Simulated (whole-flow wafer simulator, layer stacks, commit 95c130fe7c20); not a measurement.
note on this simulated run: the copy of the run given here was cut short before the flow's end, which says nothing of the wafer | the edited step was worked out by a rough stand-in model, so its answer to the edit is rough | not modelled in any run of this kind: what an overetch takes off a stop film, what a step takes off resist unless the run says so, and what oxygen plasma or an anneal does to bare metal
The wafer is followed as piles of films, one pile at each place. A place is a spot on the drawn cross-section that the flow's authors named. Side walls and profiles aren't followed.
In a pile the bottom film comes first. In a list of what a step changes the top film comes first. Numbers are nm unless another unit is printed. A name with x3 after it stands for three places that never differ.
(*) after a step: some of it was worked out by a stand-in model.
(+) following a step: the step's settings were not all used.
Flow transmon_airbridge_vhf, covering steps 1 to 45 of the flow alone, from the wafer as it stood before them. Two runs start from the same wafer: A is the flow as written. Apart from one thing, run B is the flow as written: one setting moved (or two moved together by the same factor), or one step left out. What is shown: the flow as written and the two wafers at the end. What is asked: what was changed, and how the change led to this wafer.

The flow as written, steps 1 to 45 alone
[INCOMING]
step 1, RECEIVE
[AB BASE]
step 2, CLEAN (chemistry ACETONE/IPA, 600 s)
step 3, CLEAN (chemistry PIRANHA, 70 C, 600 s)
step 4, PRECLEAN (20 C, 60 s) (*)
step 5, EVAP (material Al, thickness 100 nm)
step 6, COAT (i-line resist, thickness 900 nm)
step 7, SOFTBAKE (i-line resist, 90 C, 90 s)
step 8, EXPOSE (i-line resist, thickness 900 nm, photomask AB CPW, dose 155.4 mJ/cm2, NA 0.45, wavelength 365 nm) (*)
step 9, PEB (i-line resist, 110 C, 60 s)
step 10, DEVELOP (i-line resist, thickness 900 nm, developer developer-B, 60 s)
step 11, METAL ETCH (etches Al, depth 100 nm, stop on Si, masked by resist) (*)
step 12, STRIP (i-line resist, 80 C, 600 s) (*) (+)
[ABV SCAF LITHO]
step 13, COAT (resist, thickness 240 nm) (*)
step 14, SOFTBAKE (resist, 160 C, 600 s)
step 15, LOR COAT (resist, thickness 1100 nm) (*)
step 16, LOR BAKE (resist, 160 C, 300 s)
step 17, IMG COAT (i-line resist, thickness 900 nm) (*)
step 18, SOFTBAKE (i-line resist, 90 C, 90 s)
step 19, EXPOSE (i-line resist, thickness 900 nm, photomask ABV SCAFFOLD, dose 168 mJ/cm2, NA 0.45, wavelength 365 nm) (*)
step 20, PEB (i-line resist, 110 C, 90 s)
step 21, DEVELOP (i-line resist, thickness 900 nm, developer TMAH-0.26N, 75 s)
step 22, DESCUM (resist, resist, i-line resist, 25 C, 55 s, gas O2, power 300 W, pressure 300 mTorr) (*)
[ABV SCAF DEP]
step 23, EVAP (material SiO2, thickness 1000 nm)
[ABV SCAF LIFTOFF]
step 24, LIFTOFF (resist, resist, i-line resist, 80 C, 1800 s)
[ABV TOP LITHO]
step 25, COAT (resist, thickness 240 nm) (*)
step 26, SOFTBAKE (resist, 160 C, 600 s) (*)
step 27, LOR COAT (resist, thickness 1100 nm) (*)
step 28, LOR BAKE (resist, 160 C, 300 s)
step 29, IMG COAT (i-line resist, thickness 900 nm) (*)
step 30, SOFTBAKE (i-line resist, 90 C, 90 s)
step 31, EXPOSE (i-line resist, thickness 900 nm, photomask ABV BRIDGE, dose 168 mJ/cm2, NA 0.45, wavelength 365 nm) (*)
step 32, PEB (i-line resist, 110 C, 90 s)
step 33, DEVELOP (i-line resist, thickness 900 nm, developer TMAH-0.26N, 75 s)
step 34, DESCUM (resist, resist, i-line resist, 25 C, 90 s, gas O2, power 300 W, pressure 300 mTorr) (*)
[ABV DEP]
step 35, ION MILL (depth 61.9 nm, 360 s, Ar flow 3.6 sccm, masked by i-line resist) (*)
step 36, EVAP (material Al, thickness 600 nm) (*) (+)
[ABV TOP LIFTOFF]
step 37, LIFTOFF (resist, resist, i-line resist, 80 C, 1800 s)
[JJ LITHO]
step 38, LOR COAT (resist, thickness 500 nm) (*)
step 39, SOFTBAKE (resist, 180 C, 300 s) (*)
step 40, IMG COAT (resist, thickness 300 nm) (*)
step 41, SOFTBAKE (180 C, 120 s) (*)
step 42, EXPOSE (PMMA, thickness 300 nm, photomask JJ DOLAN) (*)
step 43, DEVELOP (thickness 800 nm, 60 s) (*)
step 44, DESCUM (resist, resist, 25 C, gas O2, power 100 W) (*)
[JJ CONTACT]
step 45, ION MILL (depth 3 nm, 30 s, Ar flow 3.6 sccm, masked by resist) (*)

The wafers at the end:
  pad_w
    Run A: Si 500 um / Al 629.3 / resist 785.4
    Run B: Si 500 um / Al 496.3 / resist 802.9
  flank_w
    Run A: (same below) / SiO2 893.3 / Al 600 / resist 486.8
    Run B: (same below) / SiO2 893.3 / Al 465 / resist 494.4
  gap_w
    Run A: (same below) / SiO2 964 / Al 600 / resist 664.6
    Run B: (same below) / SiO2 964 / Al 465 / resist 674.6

Cause: step 36, EVAP: thickness 465 nm was run, whereas the flow has thickness 600 nm.
The wafer lets one read it off: flank_w has Al 465, and step 36 as written asks for 600 nm.

How this came from the change, step by step:
  step 36, EVAP (material Al, thickness 600 nm) (*) (+)
      field x3, jj_line, ground_far and 10 more: A +600 Al (new film) | B +465 Al (new film)
      pad_w, pad_e: A +591.2 Al | B +458.2 Al
  step 37, LIFTOFF (resist, resist, i-line resist, 80 C, 1800 s)
      field x3, jj_line, trace_open_s x2: A -600 Al (all of it), -600 i-line resist (all of it), -1340 resist (all of it) | B -465 Al (all of it), -600 i-line resist (all of it), -1340 resist (all of it)
      margin_s, margin_n: A -600 Al (all of it), -318.3 i-line resist (all of it), -992 resist (all of it) | B -465 Al (all of it), -318.3 i-line resist (all of it), -992 resist (all of it)
      (as well as at 1 more place)
  step 38, LOR COAT (resist, thickness 500 nm) (*)
      pad_w, pad_e: A +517 resist (new film) | B +528.7 resist (new film)
      margin_s, margin_n: A +445.3 resist (new film) | B +433.8 resist (new film)
      (as well as at 1 more place)
  step 40, IMG COAT (resist, thickness 300 nm) (*)
      flank_w, flank_e: A +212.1 resist | B +216.6 resist
      bridge_strip: A +197.1 resist | B +205.2 resist
